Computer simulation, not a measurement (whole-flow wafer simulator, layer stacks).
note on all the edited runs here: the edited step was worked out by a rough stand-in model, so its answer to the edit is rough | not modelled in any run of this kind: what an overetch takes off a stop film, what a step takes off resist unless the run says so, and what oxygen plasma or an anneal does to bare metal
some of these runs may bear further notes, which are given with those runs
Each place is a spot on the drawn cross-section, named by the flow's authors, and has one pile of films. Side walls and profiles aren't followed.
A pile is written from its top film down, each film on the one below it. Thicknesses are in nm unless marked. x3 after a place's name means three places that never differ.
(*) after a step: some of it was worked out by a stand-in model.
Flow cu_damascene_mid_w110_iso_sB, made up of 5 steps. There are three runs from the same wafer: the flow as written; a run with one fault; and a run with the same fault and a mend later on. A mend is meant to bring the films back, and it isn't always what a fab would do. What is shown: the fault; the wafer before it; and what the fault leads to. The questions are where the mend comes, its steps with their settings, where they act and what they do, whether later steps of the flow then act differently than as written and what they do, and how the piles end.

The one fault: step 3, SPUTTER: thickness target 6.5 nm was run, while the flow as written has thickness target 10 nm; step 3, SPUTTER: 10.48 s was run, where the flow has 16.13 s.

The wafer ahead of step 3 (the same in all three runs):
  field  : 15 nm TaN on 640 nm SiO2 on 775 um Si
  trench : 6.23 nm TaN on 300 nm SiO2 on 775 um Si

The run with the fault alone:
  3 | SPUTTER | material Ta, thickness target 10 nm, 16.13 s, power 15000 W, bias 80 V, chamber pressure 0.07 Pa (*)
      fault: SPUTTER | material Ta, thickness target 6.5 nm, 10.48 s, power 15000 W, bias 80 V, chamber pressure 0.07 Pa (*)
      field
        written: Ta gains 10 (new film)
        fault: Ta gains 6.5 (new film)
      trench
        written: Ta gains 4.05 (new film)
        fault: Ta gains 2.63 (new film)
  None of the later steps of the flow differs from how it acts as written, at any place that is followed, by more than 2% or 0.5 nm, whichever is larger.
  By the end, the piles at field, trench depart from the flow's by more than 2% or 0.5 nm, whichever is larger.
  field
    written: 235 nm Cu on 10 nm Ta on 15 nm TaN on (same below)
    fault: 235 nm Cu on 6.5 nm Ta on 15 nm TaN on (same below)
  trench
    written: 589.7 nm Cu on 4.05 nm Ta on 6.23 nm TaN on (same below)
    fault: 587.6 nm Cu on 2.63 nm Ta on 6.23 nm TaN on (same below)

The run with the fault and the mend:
  After step 3 comes the mend.
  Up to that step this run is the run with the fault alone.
  3a | SPUTTER | material Ta, thickness target 3.5 nm, 5.646 s, power 15000 W, bias 80 V, chamber pressure 0.07 Pa (*) (the flow's step 3, run once more with other settings)
      field
        Ta gains 3.5
      trench
        Ta gains 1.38
  None of the later steps of the flow acts differently than as written at any place that is followed.
  When the end is reached, the piles differ only a little from the flow's at the places that both follow, at most by 2% or 0.5 nm, whichever is larger.
